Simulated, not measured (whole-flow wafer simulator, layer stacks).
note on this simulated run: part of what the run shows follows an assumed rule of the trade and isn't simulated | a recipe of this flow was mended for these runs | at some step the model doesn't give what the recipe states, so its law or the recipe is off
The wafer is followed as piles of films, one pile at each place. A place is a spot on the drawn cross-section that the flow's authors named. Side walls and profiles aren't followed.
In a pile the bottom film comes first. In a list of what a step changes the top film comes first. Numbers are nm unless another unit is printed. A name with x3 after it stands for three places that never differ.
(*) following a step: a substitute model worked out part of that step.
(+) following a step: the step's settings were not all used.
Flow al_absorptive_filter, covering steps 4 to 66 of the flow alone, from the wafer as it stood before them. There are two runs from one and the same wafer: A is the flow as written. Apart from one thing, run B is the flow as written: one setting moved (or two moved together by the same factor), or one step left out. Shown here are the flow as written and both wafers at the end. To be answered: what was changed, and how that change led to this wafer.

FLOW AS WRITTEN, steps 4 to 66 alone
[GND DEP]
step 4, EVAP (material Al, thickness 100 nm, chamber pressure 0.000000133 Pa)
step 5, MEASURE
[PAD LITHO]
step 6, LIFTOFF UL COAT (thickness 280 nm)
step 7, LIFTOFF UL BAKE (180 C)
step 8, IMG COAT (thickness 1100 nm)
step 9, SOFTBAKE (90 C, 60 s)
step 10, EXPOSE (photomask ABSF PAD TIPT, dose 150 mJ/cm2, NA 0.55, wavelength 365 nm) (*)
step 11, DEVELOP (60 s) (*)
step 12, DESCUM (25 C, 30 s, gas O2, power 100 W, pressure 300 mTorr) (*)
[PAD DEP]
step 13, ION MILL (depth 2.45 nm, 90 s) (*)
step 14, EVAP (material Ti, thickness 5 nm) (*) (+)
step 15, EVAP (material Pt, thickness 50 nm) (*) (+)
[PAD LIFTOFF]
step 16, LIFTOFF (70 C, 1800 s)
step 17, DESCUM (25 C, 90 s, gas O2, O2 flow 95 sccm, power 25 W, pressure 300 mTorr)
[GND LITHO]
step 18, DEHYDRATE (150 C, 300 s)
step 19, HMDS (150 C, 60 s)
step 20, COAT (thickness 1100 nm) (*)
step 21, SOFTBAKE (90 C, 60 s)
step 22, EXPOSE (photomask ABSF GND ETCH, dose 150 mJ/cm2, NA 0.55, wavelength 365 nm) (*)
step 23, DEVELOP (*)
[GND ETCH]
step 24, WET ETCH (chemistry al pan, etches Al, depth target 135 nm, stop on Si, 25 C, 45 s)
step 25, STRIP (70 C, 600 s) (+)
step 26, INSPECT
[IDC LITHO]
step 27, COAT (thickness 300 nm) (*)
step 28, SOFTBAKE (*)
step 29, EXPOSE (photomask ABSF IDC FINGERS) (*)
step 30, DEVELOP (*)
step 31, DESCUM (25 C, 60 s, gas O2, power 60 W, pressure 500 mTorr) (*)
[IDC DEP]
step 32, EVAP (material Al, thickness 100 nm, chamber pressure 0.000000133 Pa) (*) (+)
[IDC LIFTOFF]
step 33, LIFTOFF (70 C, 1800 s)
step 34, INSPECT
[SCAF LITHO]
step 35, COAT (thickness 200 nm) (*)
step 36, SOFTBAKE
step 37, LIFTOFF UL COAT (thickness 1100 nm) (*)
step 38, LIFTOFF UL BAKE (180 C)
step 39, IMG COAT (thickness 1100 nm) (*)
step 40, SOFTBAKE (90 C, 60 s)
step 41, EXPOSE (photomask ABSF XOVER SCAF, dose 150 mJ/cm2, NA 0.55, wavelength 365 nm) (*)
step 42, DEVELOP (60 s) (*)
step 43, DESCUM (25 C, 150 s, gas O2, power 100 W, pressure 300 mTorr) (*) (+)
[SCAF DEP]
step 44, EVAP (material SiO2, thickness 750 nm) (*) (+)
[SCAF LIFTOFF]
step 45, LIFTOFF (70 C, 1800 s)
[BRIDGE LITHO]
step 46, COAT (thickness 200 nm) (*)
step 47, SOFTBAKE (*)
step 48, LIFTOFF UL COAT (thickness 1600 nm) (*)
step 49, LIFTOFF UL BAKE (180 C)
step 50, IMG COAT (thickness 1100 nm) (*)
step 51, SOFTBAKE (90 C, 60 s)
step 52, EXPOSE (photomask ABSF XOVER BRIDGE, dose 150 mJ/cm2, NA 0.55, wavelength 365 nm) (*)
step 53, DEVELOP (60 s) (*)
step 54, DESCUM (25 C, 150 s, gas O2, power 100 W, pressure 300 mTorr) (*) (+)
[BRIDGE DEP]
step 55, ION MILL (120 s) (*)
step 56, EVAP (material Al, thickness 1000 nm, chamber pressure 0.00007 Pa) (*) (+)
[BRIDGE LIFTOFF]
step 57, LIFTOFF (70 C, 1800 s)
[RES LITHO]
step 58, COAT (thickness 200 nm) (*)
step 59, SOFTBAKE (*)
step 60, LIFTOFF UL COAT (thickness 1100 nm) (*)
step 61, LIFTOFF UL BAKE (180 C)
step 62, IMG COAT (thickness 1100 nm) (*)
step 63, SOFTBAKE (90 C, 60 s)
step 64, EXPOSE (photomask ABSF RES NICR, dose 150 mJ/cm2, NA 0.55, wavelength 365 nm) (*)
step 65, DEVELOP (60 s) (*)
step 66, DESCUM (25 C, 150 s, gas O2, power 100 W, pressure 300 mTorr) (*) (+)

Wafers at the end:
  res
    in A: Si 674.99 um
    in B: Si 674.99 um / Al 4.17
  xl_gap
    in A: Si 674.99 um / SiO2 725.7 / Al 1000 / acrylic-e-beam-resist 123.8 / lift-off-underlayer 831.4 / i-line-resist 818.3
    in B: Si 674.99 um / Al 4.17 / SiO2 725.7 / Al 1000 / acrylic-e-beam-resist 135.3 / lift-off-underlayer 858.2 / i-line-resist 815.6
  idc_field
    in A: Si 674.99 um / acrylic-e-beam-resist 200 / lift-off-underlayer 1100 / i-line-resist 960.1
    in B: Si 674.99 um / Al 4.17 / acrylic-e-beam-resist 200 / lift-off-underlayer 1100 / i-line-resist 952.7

The reason: step 4, EVAP: thickness 152.5 nm was run, though the flow has thickness 100 nm.

The path from the change to this, step by step:
  step 4, EVAP (material Al, thickness 100 nm, chamber pressure 0.000000133 Pa)
      gnd, pad_far, pad_near and 11 more: A +100 Al (new film) | B +152.5 Al (new film)
  step 24, WET ETCH (chemistry al pan, etches Al, depth target 135 nm, stop on Si, 25 C, 45 s)
      res, xl_gap, idc_field, idc_line, idc_space: A -86.7 Al (all of it) | B -135 Al
  step 27, COAT (thickness 300 nm) (*)
      ledge: A +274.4 e-beam-resist (new film) | B +260.4 e-beam-resist (new film)
      res: A +349.6 e-beam-resist (new film) | B +371.9 e-beam-resist (new film)
      (also at 2 further places)
  step 31, DESCUM (25 C, 60 s, gas O2, power 60 W, pressure 500 mTorr) (*)
      idc_line: A +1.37 chemical SiO2 (new film), -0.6 Si | B nothing
  step 32, EVAP (material Al, thickness 100 nm, chamber pressure 0.000000133 Pa) (*) (+)
      idc_line: A +100 Al (new film) | B +100 Al
  step 33, LIFTOFF (70 C, 1800 s)
      ledge: A -100 Al (all of it), -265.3 e-beam-resist (all of it) | B -100 Al (all of it), -251.3 e-beam-resist (all of it)
      res: A -100 Al (all of it), -340.6 e-beam-resist (all of it) | B -100 Al (all of it), -362.9 e-beam-resist (all of it)
      (also at 2 further places)
  step 35, COAT (thickness 200 nm) (*)
      ledge: A +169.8 acrylic-e-beam-resist (new film) | B +154.5 acrylic-e-beam-resist (new film)
      res: A +231.4 acrylic-e-beam-resist (new film) | B +243.8 acrylic-e-beam-resist (new film)
      (also at 2 further places)
  step 37, LIFTOFF UL COAT (thickness 1100 nm) (*)
      res: A +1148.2 lift-off-underlayer (new film) | B +1172.3 lift-off-underlayer (new film)
  step 43, DESCUM (25 C, 150 s, gas O2, power 100 W, pressure 300 mTorr) (*) (+)
      gnd, pad_far, pad_near and 7 more: A -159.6 i-line-resist | B -177.8 i-line-resist
      xl_gap: A -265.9 acrylic-e-beam-resist (all of it) | B -296.4 acrylic-e-beam-resist (all of it)
      (also at 1 further place)
  step 45, LIFTOFF (70 C, 1800 s)
      ledge: A -750 SiO2 (all of it), -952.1 i-line-resist (all of it), -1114 lift-off-underlayer (all of it), -169.8 acrylic-e-beam-resist (all of it) | B -750 SiO2 (all of it), -940.7 i-line-resist (all of it), -1118.8 lift-off-underlayer (all of it), -154.5 acrylic-e-beam-resist (all of it)
      res: A -750 SiO2 (all of it), -956.3 i-line-resist (all of it), -1148.2 lift-off-underlayer (all of it), -231.4 acrylic-e-beam-resist (all of it) | B -750 SiO2 (all of it), -946.5 i-line-resist (all of it), -1172.3 lift-off-underlayer (all of it), -243.8 acrylic-e-beam-resist (all of it)
  step 46, COAT (thickness 200 nm) (*)
      ledge: A +169.8 acrylic-e-beam-resist (new film) | B +154.5 acrylic-e-beam-resist (new film)
      res: A +231.4 acrylic-e-beam-resist (new film) | B +243.8 acrylic-e-beam-resist (new film)
      (also at 2 further places)
  step 54, DESCUM (25 C, 150 s, gas O2, power 100 W, pressure 300 mTorr) (*) (+)
      xl_gap: A -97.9 acrylic-e-beam-resist (all of it) | B -119.6 acrylic-e-beam-resist (all of it)
      xl_turn: A -141.8 acrylic-e-beam-resist (all of it) | B -134.9 acrylic-e-beam-resist (all of it)
  step 57, LIFTOFF (70 C, 1800 s)
      ledge: A -1000 Al (all of it), -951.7 i-line-resist (all of it), -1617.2 lift-off-underlayer (all of it), -169.8 acrylic-e-beam-resist (all of it) | B -1000 Al (all of it), -957.3 i-line-resist (all of it), -1624 lift-off-underlayer (all of it), -154.5 acrylic-e-beam-resist (all of it)
      res: A -1000 Al (all of it), -954.3 i-line-resist (all of it), -1653.2 lift-off-underlayer (all of it), -231.4 acrylic-e-beam-resist (all of it) | B -1000 Al (all of it), -960.8 i-line-resist (all of it), -1679.9 lift-off-underlayer (all of it), -243.8 acrylic-e-beam-resist (all of it)
  step 58, COAT (thickness 200 nm) (*)
      ledge: A +169.8 acrylic-e-beam-resist (new film) | B +154.5 acrylic-e-beam-resist (new film)
      res: A +231.4 acrylic-e-beam-resist (new film) | B +243.8 acrylic-e-beam-resist (new film)
      (also at 2 further places)
  step 60, LIFTOFF UL COAT (thickness 1100 nm) (*)
      res: A +1148.2 lift-off-underlayer (new film) | B +1172.3 lift-off-underlayer (new film)
      xl_gap: A +831.4 lift-off-underlayer (new film) | B +858.2 lift-off-underlayer (new film)
  step 65, DEVELOP (60 s) (*)
      res: A -1116.9 i-line-resist (all of it), -1148.2 lift-off-underlayer (all of it) | B -1125.4 i-line-resist (all of it), -1172.3 lift-off-underlayer (all of it)
  step 66, DESCUM (25 C, 150 s, gas O2, power 100 W, pressure 300 mTorr) (*) (+)
      gnd, pad_far, xa_field and 8 more: A -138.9 i-line-resist | B -146.3 i-line-resist
      ledge: A -169.8 acrylic-e-beam-resist (all of it) | B -154.5 acrylic-e-beam-resist (all of it)
      (also at 1 further place)
With metal films that touch counted as one body, res has 1 body; the flow as written gives 0 bodies.
With metal films that touch counted as one body, xl_gap has 2 bodies (between them, from the top down: SiO2 725.7); the flow as written gives 1 body.
With metal films that touch counted as one body, idc_field has 1 body; the flow as written gives 0 bodies.
